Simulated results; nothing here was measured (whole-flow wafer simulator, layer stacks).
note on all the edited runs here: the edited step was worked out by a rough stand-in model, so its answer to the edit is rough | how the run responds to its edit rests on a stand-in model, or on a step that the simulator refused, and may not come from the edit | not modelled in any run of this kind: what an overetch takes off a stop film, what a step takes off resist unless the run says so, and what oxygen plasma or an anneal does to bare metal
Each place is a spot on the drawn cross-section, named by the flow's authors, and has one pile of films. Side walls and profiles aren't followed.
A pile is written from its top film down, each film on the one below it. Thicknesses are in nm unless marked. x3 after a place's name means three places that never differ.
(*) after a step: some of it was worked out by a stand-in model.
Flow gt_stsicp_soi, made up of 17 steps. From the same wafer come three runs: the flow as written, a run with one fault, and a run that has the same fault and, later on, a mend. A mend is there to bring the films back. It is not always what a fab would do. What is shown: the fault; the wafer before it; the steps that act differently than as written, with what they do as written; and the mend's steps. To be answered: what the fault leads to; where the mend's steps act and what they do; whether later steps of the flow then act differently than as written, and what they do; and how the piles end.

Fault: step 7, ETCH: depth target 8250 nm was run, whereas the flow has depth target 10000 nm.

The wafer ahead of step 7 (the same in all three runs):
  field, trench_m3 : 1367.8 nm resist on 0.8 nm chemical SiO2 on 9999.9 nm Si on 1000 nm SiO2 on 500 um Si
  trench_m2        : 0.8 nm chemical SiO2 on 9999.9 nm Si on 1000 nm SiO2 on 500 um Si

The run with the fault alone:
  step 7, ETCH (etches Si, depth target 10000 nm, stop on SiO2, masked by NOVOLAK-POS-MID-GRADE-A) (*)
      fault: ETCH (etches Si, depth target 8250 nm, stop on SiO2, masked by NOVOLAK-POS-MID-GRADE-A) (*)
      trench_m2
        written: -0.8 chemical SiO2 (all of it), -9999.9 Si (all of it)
        fault: -0.8 chemical SiO2 (all of it), -8250 Si
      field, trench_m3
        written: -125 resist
        fault: -103.1 resist
  Steps further on in the flow that do not act as written (2 more steps, not shown, differ only slightly: by at most 2% or 0.5 nm, whichever is larger):
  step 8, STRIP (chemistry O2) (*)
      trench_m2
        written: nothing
        fault: +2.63 chemical SiO2 (new film), -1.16 Si
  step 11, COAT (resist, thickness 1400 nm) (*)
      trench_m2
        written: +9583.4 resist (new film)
        fault: +8197.1 resist (new film)
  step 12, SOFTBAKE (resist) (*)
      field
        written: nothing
        fault: +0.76 resist
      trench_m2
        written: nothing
        fault: +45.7 resist
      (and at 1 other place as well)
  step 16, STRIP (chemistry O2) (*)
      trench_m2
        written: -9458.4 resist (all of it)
        fault: -8117.8 resist (all of it), +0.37 chemical SiO2, -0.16 Si
  At trench_m2, the piles at the end differ from the flow's by more than 2% or 0.5 nm, whichever is larger.
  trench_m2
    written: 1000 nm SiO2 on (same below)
    fault: 3 nm chemical SiO2 on 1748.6 nm Si on 1000 nm SiO2 on (same below)

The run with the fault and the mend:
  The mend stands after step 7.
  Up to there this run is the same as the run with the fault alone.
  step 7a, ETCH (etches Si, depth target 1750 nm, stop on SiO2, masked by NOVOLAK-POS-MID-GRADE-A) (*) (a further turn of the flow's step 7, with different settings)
      field, trench_m3
        -21.9 resist
      trench_m2
        -1749.9 Si (all of it)
  Every later step of the flow that is run acts as written at every place that is followed.
  The piles end the same as the flow's at every place that both follow.
